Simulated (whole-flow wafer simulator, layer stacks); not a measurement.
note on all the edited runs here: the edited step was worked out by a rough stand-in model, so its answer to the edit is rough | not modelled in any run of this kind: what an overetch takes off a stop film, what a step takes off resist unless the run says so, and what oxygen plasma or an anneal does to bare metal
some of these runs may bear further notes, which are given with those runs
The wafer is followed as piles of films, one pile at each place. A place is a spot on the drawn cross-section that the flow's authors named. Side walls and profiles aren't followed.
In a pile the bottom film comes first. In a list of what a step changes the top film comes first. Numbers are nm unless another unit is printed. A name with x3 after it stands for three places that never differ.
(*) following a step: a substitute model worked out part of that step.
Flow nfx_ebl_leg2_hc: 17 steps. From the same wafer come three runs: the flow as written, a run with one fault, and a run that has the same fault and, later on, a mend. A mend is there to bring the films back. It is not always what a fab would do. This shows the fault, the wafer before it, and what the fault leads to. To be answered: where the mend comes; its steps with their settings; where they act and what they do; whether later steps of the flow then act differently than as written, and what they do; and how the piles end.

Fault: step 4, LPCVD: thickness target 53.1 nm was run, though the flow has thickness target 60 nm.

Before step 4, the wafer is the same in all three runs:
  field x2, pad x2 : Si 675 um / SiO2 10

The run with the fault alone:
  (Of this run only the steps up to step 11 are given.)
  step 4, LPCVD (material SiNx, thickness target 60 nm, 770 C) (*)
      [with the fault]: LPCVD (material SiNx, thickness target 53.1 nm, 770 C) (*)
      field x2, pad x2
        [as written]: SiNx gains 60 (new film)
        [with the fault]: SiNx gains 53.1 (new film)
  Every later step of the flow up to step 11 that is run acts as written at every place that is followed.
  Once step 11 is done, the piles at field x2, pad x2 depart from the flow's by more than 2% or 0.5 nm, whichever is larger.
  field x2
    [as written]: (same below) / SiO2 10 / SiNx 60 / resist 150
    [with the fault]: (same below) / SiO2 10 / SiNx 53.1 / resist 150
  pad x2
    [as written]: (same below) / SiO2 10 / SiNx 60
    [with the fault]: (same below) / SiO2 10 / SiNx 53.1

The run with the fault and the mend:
  The mend follows step 11.
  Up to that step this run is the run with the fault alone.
  step 11a, STRIP (resist, chemistry O2, 25 C) (*)
      field x2
        resist loses 150 (all of it)
  step 11b, CLEAN (chemistry SC1/SC2) (*) (a further turn of the flow's step 2)
      alters no film at any place that is followed
  step 11c, LPCVD (material SiNx, thickness target 6.9 nm, 770 C) (*) (a further turn of the flow's step 4, with different settings)
      field x2, pad x2
        SiNx gains 6.9
  step 11d, DEHYDRATE (180 C, 120 s) (a further turn of the flow's step 6)
      alters no film at any place that is followed
  step 11e, COAT (resist, thickness 150 nm) (a further turn of the flow's step 7)
      field x2, pad x2
        resist gains 150 (new film)
  step 11f, SOFTBAKE (resist, 150 C, 60 s) (a further turn of the flow's step 8)
      alters no film at any place that is followed
  step 11g, EXPOSE (PMMA, thickness 150 nm, photomask GRATING) (*) (a further turn of the flow's step 9)
      alters no film at any place that is followed
  step 11h, DEVELOP (resist, thickness 150 nm, developer developer-C-546, 60 s) (*) (a further turn of the flow's step 10)
      pad x2
        resist loses 150 (all of it)
  Every later step of the flow that is run acts as written at every place that is followed.
  The piles end the same as the flow's at every place that both follow.
